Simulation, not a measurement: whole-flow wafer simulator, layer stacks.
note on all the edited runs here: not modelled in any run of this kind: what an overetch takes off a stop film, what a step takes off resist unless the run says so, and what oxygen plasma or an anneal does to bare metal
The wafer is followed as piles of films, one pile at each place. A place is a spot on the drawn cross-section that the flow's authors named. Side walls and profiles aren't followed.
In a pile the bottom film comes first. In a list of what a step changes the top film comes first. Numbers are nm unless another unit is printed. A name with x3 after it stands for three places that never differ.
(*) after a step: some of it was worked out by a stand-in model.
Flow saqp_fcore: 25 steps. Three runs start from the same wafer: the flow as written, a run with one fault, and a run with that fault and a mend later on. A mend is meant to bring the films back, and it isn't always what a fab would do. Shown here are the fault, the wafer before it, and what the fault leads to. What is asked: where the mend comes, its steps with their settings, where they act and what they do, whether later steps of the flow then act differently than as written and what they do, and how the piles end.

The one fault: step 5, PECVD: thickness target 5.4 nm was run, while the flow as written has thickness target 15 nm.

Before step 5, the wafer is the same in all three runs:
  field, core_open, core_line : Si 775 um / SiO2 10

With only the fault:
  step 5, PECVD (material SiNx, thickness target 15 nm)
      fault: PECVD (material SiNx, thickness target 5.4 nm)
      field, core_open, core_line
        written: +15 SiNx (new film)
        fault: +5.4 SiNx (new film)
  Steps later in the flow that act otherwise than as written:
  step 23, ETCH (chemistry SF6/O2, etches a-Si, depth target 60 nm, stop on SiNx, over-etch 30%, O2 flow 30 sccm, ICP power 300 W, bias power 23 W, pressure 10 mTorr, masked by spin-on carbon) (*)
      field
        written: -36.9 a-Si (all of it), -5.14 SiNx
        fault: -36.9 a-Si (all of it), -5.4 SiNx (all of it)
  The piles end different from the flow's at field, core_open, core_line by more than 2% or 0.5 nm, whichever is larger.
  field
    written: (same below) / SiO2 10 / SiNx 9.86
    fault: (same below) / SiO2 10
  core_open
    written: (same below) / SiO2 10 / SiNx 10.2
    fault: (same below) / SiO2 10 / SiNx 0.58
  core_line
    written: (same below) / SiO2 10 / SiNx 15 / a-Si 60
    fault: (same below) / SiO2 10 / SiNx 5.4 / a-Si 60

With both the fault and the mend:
  After step 5 comes the mend.
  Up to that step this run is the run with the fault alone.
  step 5a, ETCH (chemistry h3po4, depth target 6.21 nm)
      field, core_open, core_line
        -5.4 SiNx (all of it)
  step 5b, PECVD (material SiNx, thickness target 15 nm) (the flow's step 5 again)
      field, core_open, core_line
        +15 SiNx (new film)
  Every later step of the flow that is run acts as written at every place that is followed.
  By the end, the piles equal the flow's at every place that both follow.
